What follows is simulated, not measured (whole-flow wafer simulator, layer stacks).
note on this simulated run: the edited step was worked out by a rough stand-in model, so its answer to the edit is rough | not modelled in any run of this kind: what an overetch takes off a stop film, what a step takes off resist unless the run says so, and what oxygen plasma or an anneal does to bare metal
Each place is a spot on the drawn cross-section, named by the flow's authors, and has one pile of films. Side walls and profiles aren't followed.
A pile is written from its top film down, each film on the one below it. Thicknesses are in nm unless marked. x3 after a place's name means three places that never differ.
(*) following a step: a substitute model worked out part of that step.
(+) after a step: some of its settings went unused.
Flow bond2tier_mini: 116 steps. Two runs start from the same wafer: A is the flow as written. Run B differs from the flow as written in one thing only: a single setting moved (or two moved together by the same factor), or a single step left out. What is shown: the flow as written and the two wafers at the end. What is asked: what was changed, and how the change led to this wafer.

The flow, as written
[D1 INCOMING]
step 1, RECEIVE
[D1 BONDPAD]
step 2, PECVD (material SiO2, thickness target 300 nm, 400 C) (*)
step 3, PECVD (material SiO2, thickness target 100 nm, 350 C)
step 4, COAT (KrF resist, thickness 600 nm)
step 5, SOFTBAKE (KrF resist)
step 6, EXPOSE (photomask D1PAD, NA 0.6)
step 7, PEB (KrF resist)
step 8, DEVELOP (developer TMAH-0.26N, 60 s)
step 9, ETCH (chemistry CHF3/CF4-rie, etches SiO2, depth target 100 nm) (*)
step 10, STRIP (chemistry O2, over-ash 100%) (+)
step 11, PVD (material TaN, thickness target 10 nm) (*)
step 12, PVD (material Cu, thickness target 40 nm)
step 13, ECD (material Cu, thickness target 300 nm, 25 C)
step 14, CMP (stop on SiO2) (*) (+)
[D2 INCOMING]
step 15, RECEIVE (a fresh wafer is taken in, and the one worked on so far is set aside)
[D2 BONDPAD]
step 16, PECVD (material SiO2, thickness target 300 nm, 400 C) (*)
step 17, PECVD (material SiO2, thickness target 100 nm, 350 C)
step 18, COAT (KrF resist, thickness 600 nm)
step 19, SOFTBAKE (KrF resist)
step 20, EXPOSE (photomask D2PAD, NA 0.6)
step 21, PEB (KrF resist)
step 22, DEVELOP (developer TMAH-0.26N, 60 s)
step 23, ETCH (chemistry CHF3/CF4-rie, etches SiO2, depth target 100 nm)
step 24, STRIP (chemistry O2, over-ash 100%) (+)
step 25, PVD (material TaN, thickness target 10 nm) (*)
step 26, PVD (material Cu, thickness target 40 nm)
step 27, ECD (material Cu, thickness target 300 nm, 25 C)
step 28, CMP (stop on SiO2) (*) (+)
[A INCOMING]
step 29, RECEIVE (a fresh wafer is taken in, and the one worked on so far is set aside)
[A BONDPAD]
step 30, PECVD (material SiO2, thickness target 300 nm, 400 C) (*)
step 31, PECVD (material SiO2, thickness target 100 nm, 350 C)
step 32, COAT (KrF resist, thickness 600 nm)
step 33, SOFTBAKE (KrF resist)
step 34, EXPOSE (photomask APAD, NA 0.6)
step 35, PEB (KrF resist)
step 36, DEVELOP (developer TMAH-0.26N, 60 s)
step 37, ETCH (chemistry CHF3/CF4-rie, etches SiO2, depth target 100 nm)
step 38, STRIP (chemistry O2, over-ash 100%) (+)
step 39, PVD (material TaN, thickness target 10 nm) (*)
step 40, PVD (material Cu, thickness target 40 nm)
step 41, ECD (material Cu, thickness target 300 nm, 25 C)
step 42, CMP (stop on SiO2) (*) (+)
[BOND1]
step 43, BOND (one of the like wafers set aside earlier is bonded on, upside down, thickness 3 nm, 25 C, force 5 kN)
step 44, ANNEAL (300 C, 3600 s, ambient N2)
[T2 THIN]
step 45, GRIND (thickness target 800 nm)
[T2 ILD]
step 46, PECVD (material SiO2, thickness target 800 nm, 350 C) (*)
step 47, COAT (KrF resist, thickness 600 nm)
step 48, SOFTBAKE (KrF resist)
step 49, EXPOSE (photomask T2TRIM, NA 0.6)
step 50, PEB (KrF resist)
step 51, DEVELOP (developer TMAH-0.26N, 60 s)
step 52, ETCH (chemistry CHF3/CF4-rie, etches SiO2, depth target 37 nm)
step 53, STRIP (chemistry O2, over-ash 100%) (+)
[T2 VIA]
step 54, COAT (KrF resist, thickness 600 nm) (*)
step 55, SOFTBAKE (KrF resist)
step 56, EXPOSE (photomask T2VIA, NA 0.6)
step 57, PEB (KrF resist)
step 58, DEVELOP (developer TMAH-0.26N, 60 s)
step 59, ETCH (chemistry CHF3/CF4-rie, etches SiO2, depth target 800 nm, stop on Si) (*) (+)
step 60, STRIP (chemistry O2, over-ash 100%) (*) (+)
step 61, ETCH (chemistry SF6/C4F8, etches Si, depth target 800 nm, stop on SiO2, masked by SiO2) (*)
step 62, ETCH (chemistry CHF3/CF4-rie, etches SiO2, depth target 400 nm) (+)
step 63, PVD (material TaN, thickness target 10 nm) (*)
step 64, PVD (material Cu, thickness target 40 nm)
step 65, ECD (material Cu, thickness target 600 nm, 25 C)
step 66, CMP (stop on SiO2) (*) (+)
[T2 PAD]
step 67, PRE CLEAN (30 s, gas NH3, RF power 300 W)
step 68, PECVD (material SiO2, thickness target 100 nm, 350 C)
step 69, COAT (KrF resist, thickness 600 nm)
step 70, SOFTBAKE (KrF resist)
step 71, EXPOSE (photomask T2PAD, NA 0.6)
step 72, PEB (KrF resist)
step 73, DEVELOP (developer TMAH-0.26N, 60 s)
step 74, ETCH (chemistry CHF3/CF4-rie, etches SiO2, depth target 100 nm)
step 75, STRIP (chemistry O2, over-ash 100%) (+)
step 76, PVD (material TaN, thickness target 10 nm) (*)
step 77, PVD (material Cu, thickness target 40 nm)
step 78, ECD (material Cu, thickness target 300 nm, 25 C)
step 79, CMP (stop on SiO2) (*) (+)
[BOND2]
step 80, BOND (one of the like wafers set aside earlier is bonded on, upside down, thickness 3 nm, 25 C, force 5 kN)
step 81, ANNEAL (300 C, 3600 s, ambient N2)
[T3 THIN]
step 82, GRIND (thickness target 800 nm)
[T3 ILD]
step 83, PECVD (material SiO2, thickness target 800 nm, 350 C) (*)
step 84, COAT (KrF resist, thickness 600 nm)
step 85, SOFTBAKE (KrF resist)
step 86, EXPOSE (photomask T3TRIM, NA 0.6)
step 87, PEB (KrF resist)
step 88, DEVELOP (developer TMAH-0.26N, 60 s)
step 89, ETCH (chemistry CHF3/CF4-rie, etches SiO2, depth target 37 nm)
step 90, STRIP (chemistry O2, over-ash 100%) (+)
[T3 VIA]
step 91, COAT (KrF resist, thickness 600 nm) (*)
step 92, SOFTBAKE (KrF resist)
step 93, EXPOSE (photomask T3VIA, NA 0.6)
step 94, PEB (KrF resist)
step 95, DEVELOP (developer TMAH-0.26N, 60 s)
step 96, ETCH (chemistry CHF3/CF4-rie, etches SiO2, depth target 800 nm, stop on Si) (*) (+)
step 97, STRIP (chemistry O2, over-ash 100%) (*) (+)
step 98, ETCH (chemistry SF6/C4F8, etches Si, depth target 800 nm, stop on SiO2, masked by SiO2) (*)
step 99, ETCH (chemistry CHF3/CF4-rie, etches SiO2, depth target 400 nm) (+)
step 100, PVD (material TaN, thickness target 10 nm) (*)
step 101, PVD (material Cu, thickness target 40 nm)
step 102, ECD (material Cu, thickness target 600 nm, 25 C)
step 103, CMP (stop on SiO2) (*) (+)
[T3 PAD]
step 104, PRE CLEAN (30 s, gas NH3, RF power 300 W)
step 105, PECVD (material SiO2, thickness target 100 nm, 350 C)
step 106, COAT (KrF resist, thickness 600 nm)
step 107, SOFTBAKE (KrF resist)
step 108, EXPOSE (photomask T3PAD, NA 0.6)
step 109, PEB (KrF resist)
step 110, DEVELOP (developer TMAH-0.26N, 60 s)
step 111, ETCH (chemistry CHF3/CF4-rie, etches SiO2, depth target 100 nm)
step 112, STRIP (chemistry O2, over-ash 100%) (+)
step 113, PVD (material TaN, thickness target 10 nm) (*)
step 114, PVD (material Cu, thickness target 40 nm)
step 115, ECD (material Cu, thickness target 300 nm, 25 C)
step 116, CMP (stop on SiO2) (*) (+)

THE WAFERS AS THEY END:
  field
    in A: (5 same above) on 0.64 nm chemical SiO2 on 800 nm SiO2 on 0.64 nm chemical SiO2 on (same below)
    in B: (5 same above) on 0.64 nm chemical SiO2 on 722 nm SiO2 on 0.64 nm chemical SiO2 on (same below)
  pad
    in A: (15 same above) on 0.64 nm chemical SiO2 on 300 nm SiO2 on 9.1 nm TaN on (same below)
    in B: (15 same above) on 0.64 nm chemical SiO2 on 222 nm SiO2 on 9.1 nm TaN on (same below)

Cause: step 2, PECVD: thickness target 222 nm was run, whereas the flow has thickness target 300 nm.
One can read it off the wafer: pad has SiO2 222, and step 2 as written asks for 300 nm.

Step by step, how the change led to this:
  step 2, PECVD (material SiO2, thickness target 300 nm, 400 C) (*)
      field, pad, via: A SiO2 gains 300 (new film) | B SiO2 gains 222 (new film)
  step 43, BOND (one of the like wafers set aside earlier is bonded on, upside down, thickness 3 nm, 25 C, force 5 kN)
      field: A Si gains 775 um (new film), chemical SiO2 gains 0.64 (new film), SiO2 gains 400 | B Si gains 775 um (new film), chemical SiO2 gains 0.64 (new film), SiO2 gains 322
      pad: A Si gains 775 um (new film), chemical SiO2 gains 0.64 (new film), SiO2 gains 300 (new film), TaN gains 9.1 (new film), Cu gains 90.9 | B Si gains 775 um (new film), chemical SiO2 gains 0.64 (new film), SiO2 gains 222 (new film), TaN gains 9.1 (new film), Cu gains 90.9
      (also at 1 further place)
